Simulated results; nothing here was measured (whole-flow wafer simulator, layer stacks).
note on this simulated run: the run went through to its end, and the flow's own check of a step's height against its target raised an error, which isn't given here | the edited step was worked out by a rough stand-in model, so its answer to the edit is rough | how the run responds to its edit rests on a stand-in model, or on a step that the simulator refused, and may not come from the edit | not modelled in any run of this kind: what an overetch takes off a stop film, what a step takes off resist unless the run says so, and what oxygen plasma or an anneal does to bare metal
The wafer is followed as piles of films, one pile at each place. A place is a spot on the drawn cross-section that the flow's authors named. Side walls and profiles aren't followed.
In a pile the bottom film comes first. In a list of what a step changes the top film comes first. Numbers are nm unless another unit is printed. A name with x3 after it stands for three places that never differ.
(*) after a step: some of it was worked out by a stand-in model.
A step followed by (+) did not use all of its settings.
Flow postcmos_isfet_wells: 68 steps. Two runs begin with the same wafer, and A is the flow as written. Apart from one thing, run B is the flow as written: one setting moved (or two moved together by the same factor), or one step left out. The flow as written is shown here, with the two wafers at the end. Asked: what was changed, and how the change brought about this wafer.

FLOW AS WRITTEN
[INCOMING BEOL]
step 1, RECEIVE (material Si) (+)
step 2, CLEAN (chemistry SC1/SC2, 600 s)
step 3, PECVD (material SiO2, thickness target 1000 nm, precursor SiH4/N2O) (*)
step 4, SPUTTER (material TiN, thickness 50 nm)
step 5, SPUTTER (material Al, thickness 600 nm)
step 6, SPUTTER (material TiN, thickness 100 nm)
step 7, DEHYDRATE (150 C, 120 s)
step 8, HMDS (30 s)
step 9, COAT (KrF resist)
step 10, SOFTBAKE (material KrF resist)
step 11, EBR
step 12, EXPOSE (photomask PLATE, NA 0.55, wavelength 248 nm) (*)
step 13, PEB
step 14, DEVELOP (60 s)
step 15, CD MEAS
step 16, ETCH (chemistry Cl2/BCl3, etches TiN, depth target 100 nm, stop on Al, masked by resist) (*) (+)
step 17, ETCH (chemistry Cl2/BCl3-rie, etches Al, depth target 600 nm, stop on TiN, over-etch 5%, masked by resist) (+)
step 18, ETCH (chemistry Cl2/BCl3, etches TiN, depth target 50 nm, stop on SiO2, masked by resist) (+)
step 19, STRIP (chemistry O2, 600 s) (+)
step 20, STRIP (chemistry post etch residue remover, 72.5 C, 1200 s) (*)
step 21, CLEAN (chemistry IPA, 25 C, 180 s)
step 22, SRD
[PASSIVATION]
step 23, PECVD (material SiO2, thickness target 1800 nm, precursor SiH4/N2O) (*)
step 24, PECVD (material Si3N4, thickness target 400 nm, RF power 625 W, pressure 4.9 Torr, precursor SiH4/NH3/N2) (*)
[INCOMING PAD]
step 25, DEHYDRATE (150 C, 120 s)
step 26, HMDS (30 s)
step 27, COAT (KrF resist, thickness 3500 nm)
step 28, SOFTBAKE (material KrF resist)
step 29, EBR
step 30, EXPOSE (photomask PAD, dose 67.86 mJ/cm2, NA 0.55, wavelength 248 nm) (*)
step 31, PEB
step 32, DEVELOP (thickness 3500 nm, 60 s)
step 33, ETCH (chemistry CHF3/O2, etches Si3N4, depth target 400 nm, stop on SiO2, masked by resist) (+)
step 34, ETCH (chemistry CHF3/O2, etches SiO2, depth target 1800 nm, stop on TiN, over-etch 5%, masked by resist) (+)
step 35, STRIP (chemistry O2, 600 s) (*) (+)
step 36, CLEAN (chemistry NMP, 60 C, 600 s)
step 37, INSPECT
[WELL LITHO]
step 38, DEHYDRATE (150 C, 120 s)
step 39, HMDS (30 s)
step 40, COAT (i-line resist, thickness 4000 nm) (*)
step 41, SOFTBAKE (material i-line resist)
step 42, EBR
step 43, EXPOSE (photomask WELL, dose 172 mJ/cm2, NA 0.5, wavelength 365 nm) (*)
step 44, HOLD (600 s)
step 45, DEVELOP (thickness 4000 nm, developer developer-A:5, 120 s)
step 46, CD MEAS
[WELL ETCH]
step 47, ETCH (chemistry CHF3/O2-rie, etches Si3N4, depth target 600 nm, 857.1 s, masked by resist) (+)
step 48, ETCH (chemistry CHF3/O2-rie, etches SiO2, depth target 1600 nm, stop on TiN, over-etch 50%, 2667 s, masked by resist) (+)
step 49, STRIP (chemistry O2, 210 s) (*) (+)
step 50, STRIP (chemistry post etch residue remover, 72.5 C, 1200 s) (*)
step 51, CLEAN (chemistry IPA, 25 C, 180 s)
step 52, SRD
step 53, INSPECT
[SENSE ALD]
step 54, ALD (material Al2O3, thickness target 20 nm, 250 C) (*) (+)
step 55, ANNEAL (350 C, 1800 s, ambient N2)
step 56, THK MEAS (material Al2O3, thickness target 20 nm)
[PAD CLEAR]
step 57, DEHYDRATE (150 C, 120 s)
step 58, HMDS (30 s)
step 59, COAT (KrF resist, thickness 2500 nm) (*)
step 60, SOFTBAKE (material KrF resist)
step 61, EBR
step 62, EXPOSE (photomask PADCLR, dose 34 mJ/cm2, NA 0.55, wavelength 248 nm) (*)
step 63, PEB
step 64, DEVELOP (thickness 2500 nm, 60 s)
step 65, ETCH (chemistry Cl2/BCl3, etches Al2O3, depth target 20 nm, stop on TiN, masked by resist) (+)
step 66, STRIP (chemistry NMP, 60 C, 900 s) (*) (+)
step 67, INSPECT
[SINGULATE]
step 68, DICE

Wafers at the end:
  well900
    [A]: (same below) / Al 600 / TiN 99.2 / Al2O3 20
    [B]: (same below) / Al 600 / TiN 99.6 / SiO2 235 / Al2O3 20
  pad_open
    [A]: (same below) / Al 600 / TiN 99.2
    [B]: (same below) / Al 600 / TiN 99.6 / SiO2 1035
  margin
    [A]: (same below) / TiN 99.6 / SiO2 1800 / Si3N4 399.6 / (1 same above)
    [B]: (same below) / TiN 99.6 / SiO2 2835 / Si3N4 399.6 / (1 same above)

What caused this: step 23, PECVD: thickness target 2835 nm was run, though the flow has thickness target 1800 nm.
One can read it off the wafer: margin has SiO2 2835, and step 23 as written asks for 1800 nm.

How this came from the change, step by step:
  step 23, PECVD (material SiO2, thickness target 1800 nm, precursor SiH4/N2O) (*)
      margin, well900, well1300 x3, pad_rim, pad_clr, pad_open: A +1800 SiO2 (new film) | B +2835 SiO2 (new film)
      field: A +1800 SiO2 (new film), +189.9 void (new film), +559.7 SiO2 | B +2835 SiO2 (new film), +189.7 void (new film), +559.8 SiO2
  step 34, ETCH (chemistry CHF3/O2, etches SiO2, depth target 1800 nm, stop on TiN, over-etch 5%, masked by resist) (+)
      pad_open: A -1800 SiO2 (all of it) | B -1800 SiO2
  step 48, ETCH (chemistry CHF3/O2-rie, etches SiO2, depth target 1600 nm, stop on TiN, over-etch 50%, 2667 s, masked by resist) (+)
      well900, well1300 x3: A -1600 SiO2 (all of it) | B -2400 SiO2
  step 59, COAT (KrF resist, thickness 2500 nm) (*)
      field: A +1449 KrF resist (new film) | B +1067 KrF resist (new film)
      margin: A +1448.9 KrF resist (new film) | B +1066.9 KrF resist (new film)
  step 63, PEB
      field, margin: A -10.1 KrF resist | B -7.38 KrF resist
  step 66, STRIP (chemistry NMP, 60 C, 900 s) (*) (+)
      field: A -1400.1 KrF resist (all of it) | B -1020.9 KrF resist (all of it)
      margin: A -1400.1 KrF resist (all of it) | B -1020.8 KrF resist (all of it)
